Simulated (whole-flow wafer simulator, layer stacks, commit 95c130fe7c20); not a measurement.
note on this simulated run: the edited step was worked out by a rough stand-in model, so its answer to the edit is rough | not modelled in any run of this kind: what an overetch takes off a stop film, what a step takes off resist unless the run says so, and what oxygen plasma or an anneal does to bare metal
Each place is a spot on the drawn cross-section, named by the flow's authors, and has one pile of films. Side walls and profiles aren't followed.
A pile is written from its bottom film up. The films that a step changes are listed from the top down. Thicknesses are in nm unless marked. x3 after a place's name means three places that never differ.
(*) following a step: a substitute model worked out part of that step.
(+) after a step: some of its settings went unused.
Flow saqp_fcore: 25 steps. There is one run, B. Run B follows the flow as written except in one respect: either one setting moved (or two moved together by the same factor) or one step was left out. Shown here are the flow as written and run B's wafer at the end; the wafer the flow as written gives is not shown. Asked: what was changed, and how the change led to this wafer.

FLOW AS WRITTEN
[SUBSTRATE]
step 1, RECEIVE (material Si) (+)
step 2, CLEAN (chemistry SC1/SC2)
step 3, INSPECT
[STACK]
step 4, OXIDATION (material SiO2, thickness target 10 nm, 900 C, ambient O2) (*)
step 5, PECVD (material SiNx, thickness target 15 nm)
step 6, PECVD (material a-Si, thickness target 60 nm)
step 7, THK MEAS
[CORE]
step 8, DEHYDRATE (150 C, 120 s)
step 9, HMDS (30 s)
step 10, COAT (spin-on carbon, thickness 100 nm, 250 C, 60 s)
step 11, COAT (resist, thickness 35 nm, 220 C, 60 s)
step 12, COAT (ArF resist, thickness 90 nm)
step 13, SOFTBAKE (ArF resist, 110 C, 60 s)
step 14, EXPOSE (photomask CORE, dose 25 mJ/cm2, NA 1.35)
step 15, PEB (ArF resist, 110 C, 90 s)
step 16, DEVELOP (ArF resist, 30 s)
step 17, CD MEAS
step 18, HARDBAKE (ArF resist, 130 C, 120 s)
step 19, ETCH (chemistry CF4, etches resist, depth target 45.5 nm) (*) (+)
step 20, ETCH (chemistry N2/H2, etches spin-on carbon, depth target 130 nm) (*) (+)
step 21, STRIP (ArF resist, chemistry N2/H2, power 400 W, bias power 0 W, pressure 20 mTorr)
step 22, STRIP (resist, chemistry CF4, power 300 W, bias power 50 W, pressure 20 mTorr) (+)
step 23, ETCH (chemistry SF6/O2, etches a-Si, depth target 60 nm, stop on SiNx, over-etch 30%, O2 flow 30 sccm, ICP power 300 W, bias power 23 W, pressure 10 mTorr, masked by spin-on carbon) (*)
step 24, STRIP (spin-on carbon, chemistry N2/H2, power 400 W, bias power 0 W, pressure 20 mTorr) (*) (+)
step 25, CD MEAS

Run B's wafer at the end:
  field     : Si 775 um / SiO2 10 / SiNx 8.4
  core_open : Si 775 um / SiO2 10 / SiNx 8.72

The reason: step 23, ETCH: depth target 69 nm was run, while the flow as written has depth target 60 nm.

The path from the change to this, step by step:
  step 23, ETCH (chemistry SF6/O2, etches a-Si, depth target 60 nm, stop on SiNx, over-etch 30%, O2 flow 30 sccm, ICP power 300 W, bias power 23 W, pressure 10 mTorr, masked by spin-on carbon) (*)
      field: a-Si loses 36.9 (all of it), SiNx loses 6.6 (as written it would have been: a-Si loses 36.9 (all of it), SiNx loses 5.14)
      core_open: a-Si loses 39.4 (all of it), SiNx loses 6.28 (as written it would have been: a-Si loses 39.4 (all of it), SiNx loses 4.82)
